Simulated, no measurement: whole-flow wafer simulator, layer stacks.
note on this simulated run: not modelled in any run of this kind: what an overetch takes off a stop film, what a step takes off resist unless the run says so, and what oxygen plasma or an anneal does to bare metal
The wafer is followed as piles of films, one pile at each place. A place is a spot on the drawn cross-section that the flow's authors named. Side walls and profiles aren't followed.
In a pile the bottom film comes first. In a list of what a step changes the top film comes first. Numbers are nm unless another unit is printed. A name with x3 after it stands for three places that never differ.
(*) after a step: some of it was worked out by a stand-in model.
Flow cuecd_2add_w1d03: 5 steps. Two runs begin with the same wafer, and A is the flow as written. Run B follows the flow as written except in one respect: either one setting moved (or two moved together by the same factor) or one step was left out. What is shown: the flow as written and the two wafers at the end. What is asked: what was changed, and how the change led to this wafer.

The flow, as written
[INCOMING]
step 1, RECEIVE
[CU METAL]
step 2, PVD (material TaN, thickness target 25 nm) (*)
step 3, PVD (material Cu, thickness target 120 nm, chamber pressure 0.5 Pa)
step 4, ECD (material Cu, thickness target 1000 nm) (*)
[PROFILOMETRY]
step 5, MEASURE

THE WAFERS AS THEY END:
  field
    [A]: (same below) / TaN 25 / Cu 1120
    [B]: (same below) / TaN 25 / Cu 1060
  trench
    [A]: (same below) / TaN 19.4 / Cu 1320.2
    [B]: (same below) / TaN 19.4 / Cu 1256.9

Cause: step 3, PVD: thickness target 60 nm was run, while the flow as written has thickness target 120 nm.

The path from the change to this, step by step:
  step 3, PVD (material Cu, thickness target 120 nm, chamber pressure 0.5 Pa)
      field: A +120 Cu (new film) | B +60 Cu (new film)
      trench: A +93.4 Cu (new film) | B +46.8 Cu (new film)
